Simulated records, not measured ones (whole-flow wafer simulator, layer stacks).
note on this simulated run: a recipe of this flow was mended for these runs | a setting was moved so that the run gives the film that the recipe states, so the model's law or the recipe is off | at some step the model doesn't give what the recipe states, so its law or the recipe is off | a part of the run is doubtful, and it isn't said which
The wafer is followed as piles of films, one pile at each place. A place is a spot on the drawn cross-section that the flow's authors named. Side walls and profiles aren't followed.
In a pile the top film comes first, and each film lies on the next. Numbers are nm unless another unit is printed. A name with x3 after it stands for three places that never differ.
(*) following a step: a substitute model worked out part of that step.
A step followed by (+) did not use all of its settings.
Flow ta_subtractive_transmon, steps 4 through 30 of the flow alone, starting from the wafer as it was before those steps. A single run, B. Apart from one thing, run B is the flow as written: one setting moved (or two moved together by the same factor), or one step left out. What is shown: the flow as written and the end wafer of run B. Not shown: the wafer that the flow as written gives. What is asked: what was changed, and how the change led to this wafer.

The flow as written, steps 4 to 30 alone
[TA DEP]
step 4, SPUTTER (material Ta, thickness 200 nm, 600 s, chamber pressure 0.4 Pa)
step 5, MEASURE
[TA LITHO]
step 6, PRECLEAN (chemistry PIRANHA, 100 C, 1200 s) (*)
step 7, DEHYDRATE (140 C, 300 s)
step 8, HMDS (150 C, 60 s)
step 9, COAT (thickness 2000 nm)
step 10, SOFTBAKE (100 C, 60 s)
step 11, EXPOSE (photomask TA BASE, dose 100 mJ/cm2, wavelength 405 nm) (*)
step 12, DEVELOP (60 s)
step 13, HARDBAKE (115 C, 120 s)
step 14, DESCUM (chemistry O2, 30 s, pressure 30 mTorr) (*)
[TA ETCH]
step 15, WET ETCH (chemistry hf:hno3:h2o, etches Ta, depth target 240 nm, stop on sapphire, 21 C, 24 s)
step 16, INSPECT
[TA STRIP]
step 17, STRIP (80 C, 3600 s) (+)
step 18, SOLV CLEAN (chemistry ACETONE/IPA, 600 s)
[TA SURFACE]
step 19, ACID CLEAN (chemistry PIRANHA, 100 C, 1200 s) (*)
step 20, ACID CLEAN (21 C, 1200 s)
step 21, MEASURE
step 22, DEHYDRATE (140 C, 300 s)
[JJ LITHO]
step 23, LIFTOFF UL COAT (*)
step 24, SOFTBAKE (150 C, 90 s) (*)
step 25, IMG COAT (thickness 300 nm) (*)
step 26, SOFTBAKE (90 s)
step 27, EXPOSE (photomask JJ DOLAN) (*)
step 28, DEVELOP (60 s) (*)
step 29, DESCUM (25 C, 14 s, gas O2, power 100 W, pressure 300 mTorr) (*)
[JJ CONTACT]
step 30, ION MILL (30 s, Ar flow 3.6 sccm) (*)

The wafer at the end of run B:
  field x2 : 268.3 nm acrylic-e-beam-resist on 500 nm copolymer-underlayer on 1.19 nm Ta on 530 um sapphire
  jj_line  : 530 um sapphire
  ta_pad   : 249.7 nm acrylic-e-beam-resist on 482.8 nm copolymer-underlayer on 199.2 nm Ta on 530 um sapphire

What caused this: step 15, WET ETCH: depth target 198 nm was run, whereas the flow has depth target 240 nm; step 15, WET ETCH: 19.8 s was run, where the flow has 24 s.

How this came from the change, step by step:
  step 15, WET ETCH (chemistry hf:hno3:h2o, etches Ta, depth target 240 nm, stop on sapphire, 21 C, 24 s)
      field x2, jj_line, lead: -198 Ta (it would be, as written: -199.7 Ta (all of it))
  step 30, ION MILL (30 s, Ar flow 3.6 sccm) (*)
      jj_line, lead: -1.19 Ta (all of it), -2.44 sapphire (it would be, as written: -2.8 sapphire)
If metal films that touch count as one body, field x2 has 1 body; the flow as written gives 0 bodies.
